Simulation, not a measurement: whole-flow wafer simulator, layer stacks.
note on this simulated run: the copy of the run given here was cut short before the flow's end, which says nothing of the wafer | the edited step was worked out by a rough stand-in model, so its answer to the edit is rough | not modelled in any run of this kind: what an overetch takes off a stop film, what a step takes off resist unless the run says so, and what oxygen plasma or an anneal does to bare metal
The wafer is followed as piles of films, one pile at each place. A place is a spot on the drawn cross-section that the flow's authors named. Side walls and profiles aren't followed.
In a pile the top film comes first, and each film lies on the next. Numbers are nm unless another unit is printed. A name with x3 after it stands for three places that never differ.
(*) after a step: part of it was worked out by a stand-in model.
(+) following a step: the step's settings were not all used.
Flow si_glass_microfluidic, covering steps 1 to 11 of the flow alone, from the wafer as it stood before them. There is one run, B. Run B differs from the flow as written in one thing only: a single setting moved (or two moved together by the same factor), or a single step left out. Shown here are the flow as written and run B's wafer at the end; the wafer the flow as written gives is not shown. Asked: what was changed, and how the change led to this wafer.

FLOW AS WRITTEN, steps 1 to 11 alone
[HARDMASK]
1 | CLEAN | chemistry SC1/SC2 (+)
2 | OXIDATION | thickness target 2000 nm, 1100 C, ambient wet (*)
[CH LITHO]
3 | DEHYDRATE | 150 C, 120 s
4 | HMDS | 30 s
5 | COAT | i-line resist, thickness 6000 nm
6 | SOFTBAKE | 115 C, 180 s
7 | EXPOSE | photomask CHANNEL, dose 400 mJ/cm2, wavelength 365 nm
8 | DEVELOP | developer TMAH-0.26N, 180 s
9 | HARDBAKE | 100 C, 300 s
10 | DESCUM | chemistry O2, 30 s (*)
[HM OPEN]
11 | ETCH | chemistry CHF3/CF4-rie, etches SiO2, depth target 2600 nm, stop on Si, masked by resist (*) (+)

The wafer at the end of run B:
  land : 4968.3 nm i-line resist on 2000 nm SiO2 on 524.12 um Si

What caused this: step 11, ETCH: depth target 2990 nm was run, though the flow has depth target 2600 nm.

How this came from the change, step by step:
  11 | ETCH | chemistry CHF3/CF4-rie, etches SiO2, depth target 2600 nm, stop on Si, masked by resist (*) (+)
      land: -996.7 i-line resist (in the flow as written it would be: -866.7 i-line resist)
